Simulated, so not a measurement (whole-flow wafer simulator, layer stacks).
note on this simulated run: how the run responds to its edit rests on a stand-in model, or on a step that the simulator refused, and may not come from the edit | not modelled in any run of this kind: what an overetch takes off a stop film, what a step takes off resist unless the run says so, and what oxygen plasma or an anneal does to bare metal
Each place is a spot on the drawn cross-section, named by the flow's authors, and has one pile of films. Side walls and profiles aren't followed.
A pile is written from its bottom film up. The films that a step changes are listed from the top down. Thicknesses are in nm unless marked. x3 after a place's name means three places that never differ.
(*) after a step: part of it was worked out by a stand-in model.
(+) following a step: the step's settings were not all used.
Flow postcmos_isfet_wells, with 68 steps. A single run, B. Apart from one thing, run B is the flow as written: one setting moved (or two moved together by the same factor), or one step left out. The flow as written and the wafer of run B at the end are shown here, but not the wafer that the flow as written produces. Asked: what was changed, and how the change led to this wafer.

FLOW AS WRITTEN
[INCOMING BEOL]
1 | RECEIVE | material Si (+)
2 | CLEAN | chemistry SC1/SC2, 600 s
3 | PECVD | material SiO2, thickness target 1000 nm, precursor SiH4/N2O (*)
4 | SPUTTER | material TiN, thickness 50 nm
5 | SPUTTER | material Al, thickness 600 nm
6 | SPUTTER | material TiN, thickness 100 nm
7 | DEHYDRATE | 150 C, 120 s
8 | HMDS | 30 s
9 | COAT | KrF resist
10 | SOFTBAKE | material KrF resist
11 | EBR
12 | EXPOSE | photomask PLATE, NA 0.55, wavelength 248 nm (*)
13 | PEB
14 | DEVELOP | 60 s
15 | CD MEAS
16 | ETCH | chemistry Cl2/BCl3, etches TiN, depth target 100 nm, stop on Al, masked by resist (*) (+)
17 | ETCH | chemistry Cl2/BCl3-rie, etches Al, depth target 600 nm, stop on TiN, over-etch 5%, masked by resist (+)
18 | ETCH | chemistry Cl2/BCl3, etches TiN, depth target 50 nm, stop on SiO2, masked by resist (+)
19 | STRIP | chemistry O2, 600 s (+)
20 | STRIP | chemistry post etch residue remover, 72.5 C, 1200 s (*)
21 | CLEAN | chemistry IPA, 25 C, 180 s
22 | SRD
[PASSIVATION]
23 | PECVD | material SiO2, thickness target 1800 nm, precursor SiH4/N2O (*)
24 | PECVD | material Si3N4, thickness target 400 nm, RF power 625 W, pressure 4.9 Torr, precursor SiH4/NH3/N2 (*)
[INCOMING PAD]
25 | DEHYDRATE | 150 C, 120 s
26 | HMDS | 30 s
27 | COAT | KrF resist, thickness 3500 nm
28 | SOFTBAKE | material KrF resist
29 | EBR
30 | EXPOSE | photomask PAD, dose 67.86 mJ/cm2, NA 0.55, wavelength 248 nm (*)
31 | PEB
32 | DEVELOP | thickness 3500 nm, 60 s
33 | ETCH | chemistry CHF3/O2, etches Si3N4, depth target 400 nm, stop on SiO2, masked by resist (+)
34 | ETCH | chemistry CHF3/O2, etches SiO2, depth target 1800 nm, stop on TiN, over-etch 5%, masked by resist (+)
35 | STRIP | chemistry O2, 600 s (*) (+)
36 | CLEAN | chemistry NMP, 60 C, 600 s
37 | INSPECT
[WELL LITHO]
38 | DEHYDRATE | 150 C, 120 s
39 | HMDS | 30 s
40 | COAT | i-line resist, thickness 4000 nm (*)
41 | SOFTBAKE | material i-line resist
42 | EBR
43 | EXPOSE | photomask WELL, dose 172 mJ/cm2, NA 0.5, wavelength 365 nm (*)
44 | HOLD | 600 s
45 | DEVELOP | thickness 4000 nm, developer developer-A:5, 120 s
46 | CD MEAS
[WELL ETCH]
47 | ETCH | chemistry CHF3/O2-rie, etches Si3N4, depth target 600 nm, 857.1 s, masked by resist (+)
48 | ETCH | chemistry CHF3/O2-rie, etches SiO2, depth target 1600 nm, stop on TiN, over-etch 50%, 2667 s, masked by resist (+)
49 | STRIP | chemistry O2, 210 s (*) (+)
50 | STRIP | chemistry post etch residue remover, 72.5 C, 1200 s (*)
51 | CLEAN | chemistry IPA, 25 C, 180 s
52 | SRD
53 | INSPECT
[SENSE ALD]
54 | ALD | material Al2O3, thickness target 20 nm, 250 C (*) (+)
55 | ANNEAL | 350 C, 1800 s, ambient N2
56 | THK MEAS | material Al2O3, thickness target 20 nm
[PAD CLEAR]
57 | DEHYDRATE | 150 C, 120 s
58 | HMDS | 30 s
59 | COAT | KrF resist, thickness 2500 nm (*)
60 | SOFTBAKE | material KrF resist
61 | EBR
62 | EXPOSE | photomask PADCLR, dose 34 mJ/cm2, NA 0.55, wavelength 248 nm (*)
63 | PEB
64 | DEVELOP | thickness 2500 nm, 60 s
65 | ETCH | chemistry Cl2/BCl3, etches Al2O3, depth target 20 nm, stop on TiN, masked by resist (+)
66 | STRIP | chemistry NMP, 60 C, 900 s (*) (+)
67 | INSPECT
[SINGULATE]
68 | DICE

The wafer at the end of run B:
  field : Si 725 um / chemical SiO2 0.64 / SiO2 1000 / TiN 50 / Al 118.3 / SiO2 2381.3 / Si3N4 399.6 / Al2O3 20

Cause: step 17, ETCH: depth target 426 nm was run, while the flow as written has depth target 600 nm.

Step by step, how the change led to this:
  17 | ETCH | chemistry Cl2/BCl3-rie, etches Al, depth target 600 nm, stop on TiN, over-etch 5%, masked by resist (+)
      field: Al loses 426 (in the flow as written it would be: Al loses 600 (all of it))
      margin, well900, well1300 x3, pad_rim, pad_clr, pad_open: KrF resist loses 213 (in the flow as written it would be: KrF resist loses 300)
  18 | ETCH | chemistry Cl2/BCl3, etches TiN, depth target 50 nm, stop on SiO2, masked by resist (+)
      field: Al loses 50 (in the flow as written it would be: TiN loses 50 (all of it))
  19 | STRIP | chemistry O2, 600 s (+)
      margin, well900, well1300 x3, pad_rim, pad_clr, pad_open: KrF resist loses 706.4 (all of it) (in the flow as written it would be: KrF resist loses 619.4 (all of it))
  20 | STRIP | chemistry post etch residue remover, 72.5 C, 1200 s (*)
      field: Al loses 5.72 (in the flow as written it would be: nothing)
  23 | PECVD | material SiO2, thickness target 1800 nm, precursor SiH4/N2O (*)
      field: SiO2 gains 2381.3 (new film) (in the flow as written it would be: SiO2 gains 1800 (new film), void gains 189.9 (new film), SiO2 gains 559.7)
If metal films that touch count as one body, field has 1 body; the flow as written gives 0 bodies.
